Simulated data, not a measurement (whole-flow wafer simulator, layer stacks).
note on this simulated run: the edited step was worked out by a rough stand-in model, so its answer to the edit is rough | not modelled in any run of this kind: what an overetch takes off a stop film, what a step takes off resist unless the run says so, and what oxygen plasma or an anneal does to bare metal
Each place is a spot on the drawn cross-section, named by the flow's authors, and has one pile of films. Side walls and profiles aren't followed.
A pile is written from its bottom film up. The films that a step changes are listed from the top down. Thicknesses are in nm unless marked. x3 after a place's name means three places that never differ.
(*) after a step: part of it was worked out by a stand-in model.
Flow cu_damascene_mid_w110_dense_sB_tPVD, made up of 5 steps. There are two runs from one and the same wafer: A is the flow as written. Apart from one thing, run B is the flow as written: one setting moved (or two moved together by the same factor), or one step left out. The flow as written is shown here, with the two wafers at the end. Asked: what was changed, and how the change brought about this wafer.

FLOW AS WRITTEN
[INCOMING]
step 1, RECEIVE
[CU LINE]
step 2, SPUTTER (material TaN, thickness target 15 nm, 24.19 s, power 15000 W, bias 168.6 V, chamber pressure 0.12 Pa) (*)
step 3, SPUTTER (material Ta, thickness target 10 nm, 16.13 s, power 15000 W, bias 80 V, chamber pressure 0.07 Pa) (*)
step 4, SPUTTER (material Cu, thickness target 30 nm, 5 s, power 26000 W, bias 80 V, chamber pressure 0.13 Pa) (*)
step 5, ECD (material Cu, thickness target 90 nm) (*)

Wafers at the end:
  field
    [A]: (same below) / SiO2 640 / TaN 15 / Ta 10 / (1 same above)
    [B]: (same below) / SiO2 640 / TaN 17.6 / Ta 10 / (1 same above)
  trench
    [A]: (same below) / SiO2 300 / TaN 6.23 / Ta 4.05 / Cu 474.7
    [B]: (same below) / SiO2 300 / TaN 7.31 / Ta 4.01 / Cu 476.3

The reason: step 2, SPUTTER: thickness target 17.6 nm was run, though the flow has thickness target 15 nm; step 2, SPUTTER: 28.42 s was run, where the flow has 24.19 s.
The wafer itself shows it: field has TaN 17.6, and step 2 as written asks for 15 nm.

The path from the change to this, step by step:
  step 2, SPUTTER (material TaN, thickness target 15 nm, 24.19 s, power 15000 W, bias 168.6 V, chamber pressure 0.12 Pa) (*)
      field: A TaN gains 15 (new film) | B TaN gains 17.6 (new film)
      trench: A TaN gains 6.23 (new film) | B TaN gains 7.31 (new film)
